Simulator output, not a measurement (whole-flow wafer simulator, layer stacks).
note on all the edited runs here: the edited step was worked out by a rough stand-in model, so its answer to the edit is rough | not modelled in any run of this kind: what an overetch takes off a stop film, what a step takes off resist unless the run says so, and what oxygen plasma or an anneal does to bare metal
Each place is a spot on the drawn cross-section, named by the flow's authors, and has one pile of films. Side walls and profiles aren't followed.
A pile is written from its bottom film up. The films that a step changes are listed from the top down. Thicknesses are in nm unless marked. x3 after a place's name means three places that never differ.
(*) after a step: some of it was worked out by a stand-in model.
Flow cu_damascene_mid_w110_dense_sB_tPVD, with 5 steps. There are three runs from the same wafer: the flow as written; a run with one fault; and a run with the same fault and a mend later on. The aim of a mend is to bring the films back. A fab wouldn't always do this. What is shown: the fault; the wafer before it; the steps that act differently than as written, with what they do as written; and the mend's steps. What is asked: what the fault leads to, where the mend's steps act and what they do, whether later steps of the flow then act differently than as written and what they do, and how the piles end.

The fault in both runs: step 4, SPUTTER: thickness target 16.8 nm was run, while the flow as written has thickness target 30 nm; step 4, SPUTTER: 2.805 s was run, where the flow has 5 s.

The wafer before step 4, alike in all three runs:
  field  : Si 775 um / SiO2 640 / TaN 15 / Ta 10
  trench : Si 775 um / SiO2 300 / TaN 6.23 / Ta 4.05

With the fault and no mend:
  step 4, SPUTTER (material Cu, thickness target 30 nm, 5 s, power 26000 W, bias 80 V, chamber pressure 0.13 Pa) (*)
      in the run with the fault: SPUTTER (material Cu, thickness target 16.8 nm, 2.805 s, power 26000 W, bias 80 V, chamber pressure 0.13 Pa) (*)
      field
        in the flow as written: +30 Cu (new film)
        in the run with the fault: +16.8 Cu (new film)
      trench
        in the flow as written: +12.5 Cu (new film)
        in the run with the fault: +6.99 Cu (new film)
  None of the later steps of the flow differs from how it acts as written, at any place that is followed, by more than 2% or 0.5 nm, whichever is larger.
  At field, trench, the piles at the end differ from the flow's by more than 2% or 0.5 nm, whichever is larger.
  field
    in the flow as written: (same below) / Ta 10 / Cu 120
    in the run with the fault: (same below) / Ta 10 / Cu 106.8
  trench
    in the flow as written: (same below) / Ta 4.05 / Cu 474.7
    in the run with the fault: (same below) / Ta 4.05 / Cu 461.5

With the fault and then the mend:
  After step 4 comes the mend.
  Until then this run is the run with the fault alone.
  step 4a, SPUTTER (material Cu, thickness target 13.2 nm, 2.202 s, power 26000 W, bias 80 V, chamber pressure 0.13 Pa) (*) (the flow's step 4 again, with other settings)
      field
        +13.2 Cu
      trench
        +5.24 Cu
  None of the later steps of the flow differs from how it acts as written, at any place that is followed, by more than 2% or 0.5 nm, whichever is larger.
  The piles end the same as the flow's at every place that both follow.
